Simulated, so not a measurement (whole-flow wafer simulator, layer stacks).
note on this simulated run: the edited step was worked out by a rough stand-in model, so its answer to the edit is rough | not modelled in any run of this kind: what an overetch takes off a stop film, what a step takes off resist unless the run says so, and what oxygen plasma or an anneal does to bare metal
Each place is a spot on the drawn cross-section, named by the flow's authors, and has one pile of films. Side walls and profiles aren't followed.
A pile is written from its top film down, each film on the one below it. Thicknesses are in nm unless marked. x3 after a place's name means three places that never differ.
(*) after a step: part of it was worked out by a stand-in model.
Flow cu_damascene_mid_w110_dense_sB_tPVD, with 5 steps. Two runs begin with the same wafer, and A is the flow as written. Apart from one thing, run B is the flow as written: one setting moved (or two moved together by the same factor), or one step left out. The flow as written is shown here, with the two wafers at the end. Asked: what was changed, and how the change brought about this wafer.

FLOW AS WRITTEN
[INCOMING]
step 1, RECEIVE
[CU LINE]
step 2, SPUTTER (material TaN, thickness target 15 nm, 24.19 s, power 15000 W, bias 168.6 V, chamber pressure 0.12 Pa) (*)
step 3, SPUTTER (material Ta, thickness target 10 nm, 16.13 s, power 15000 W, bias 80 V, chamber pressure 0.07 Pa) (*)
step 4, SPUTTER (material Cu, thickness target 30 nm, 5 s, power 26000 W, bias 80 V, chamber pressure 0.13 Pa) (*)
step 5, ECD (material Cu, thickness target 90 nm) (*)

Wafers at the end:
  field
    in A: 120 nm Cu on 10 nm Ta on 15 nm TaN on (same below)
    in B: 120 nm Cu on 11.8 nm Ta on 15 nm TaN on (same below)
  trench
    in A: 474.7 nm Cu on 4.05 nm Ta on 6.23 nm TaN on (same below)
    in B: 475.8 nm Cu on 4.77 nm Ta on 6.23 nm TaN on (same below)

Cause: step 3, SPUTTER: thickness target 11.8 nm was run, whereas the flow has thickness target 10 nm; step 3, SPUTTER: 18.95 s was run, where the flow has 16.13 s.
One can read it off the wafer: field has Ta 11.8, and step 3 as written asks for 10 nm.

The path from the change to this, step by step:
  step 3, SPUTTER (material Ta, thickness target 10 nm, 16.13 s, power 15000 W, bias 80 V, chamber pressure 0.07 Pa) (*)
      field: A Ta gains 10 (new film) | B Ta gains 11.8 (new film)
      trench: A Ta gains 4.05 (new film) | B Ta gains 4.77 (new film)
